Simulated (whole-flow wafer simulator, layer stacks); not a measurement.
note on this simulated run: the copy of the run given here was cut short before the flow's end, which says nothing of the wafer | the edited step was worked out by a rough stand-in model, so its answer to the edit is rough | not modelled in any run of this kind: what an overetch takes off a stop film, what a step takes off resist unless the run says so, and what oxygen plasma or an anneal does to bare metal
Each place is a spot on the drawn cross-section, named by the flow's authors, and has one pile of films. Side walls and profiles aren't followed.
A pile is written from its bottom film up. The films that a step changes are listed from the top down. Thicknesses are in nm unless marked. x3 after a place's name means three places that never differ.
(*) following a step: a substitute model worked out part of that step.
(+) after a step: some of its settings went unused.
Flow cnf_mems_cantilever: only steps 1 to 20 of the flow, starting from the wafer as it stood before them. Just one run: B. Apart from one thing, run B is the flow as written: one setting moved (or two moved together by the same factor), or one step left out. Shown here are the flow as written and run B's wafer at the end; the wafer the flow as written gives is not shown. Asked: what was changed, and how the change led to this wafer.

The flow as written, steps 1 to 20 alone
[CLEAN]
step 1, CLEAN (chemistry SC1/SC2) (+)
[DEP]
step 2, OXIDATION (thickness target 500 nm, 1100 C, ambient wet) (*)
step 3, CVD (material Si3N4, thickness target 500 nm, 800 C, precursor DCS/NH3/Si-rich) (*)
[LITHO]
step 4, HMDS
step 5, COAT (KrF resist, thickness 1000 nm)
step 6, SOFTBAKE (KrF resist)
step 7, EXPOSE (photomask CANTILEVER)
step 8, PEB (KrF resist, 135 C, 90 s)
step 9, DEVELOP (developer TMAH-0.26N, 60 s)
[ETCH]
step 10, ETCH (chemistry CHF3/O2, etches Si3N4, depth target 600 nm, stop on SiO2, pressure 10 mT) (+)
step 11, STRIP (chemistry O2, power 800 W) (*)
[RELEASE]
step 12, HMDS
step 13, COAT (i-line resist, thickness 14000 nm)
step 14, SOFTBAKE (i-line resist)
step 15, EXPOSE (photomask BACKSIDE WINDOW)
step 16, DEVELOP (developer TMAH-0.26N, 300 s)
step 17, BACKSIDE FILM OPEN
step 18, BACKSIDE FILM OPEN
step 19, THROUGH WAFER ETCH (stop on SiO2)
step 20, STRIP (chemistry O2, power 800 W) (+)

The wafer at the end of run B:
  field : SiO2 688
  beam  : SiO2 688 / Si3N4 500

The reason: step 2, OXIDATION: thickness target 688 nm was run, though the flow has thickness target 500 nm.
The wafer lets one read it off: field has SiO2 688, and step 2 as written asks for 500 nm.

Step by step, how the change led to this:
  step 2, OXIDATION (thickness target 500 nm, 1100 C, ambient wet) (*)
      field, beam: +688 SiO2 (new film), -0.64 chemical SiO2 (all of it), -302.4 Si (in the flow as written it would be: +500 SiO2 (new film), -0.64 chemical SiO2 (all of it), -219.7 Si)
  step 19, THROUGH WAFER ETCH (stop on SiO2)
      field: under 1 film: -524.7 um Si (all of it) (in the flow as written it would be: under 1 film: -524.78 um Si (all of it))
      beam: under 2 films: -524.7 um Si (all of it) (in the flow as written it would be: under 2 films: -524.78 um Si (all of it))
